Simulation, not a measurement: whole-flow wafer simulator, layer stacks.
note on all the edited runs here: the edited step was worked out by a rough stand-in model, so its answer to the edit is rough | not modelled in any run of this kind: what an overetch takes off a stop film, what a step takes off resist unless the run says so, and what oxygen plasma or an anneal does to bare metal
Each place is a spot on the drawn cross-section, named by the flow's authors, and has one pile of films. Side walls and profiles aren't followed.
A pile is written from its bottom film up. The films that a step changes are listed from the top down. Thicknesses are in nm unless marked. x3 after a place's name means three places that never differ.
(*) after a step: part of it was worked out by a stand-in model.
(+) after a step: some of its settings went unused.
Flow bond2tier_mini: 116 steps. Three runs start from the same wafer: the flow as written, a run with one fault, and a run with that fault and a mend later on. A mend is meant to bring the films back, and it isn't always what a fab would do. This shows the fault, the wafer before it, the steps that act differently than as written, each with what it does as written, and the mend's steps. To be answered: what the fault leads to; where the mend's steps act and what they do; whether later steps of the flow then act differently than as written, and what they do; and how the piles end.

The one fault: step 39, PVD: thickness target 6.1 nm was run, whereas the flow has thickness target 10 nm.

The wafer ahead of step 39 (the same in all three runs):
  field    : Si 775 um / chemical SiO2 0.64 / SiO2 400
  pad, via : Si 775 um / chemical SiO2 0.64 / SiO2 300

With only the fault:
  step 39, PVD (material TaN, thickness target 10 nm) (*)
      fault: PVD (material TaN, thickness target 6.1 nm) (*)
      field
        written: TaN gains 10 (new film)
        fault: TaN gains 6.1 (new film)
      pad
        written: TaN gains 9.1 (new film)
        fault: TaN gains 5.55 (new film)
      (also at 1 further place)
  Steps further on in the flow that do not act as written (not shown: 1 more step that differs only slightly, by at most 2% or 0.5 nm, whichever is larger):
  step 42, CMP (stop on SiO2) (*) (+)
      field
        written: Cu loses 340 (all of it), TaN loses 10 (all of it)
        fault: Cu loses 340 (all of it), TaN loses 6.1 (all of it)
  By the end, the piles at pad depart from the flow's by more than 2% or 0.5 nm, whichever is larger.
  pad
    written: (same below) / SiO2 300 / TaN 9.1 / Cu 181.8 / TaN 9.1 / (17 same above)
    fault: (same below) / SiO2 300 / TaN 5.55 / Cu 185.3 / TaN 9.1 / (17 same above)

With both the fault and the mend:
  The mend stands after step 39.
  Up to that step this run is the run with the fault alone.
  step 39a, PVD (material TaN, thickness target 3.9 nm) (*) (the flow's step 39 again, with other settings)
      field
        TaN gains 3.9
      pad
        TaN gains 3.55
      via
        TaN gains 3.89
  Every later step of the flow that is run acts as written at every place that is followed.
  By the end, the piles equal the flow's at every place that both follow.
